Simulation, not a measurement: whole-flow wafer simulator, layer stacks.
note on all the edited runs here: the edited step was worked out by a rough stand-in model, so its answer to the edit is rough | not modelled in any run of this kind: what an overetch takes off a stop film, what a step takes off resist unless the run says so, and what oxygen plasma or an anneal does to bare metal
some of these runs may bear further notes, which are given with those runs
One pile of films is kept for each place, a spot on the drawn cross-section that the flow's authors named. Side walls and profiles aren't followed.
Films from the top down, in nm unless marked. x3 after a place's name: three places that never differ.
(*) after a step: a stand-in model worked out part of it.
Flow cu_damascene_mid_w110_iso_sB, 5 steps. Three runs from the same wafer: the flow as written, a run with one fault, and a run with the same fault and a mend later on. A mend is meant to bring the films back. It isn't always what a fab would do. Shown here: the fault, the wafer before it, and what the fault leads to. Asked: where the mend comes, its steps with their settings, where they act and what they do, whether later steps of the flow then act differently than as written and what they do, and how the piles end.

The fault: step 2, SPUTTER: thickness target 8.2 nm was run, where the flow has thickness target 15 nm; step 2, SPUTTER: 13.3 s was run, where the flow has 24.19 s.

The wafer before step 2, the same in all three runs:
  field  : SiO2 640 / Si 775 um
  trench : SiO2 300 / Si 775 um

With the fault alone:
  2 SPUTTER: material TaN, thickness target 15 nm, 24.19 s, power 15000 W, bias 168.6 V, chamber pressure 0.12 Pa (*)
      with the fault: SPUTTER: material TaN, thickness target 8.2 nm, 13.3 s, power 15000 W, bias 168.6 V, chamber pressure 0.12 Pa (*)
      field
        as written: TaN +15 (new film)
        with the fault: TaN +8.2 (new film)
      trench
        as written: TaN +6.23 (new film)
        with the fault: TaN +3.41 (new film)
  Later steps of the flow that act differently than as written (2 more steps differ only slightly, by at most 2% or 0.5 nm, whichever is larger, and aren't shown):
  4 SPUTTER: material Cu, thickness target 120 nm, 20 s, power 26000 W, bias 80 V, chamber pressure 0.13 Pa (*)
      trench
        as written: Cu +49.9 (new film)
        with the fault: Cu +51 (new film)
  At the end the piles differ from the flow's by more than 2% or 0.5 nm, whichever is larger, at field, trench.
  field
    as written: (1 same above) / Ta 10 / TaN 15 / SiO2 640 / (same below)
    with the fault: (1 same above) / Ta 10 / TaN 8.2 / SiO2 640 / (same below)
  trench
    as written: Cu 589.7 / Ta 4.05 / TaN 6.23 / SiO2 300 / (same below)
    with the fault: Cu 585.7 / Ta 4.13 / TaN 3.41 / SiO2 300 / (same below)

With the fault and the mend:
  The mend comes after step 2.
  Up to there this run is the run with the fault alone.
  2a SPUTTER: material TaN, thickness target 6.8 nm, 10.97 s, power 15000 W, bias 168.6 V, chamber pressure 0.12 Pa (*) (the flow's step 2 once more, with other settings)
      field
        TaN +6.8
      trench
        TaN +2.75
  No later step of the flow acts differently than as written, at any place that is followed, by more than 2% or 0.5 nm, whichever is larger.
  At the end the piles differ from the flow's only slightly at the places that both follow, by at most 2% or 0.5 nm, whichever is larger.
